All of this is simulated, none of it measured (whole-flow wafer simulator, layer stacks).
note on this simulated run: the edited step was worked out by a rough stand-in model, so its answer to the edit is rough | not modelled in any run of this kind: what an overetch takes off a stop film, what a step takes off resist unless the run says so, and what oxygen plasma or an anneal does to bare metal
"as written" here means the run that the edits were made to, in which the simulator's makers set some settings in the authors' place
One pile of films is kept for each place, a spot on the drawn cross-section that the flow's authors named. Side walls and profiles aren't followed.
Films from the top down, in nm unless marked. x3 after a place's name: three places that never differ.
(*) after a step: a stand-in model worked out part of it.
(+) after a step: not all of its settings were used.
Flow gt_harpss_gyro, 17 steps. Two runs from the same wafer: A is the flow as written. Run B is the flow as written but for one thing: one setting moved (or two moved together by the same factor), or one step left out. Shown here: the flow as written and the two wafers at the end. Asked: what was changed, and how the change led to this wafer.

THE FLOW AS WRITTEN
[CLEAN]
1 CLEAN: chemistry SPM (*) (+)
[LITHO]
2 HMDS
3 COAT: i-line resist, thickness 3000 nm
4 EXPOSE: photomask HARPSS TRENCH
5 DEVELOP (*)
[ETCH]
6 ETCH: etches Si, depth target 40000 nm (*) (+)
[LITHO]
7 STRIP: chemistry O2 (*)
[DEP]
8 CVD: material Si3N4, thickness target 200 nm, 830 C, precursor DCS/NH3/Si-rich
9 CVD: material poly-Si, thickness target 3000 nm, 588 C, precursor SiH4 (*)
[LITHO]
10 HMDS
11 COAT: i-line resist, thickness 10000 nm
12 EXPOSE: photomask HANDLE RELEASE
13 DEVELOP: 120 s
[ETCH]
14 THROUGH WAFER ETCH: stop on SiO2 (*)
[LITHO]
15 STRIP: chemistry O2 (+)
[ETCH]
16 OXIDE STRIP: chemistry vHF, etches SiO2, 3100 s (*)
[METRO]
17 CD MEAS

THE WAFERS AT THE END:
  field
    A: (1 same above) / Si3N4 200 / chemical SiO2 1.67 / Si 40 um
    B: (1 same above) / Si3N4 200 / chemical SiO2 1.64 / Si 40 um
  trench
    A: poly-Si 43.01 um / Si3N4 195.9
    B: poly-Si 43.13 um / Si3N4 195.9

The cause: step 6, ETCH: depth target 58000 nm was run, where the flow has depth target 40000 nm.

How the change led to this, step by step:
  6 ETCH: etches Si, depth target 40000 nm (*) (+)
      trench: A chemical SiO2 -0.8 (all of it), Si -40 um (all of it) | B chemical SiO2 -0.8 (all of it), Si -40 um (all of it), SiO2 -120
      field: A i-line resist -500 | B i-line resist -725
  7 STRIP: chemistry O2 (*)
      field: A i-line resist -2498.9 (all of it), chemical SiO2 +0.87, Si -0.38 | B i-line resist -2273.9 (all of it), chemical SiO2 +0.84, Si -0.37
  9 CVD: material poly-Si, thickness target 3000 nm, 588 C, precursor SiH4 (*)
      trench: A poly-Si +43.01 um (new film) | B poly-Si +43.13 um (new film)
  16 OXIDE STRIP: chemistry vHF, etches SiO2, 3100 s (*)
      trench: A under 2 films: SiO2 -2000 (all of it) | B under 2 films: SiO2 -1880 (all of it)
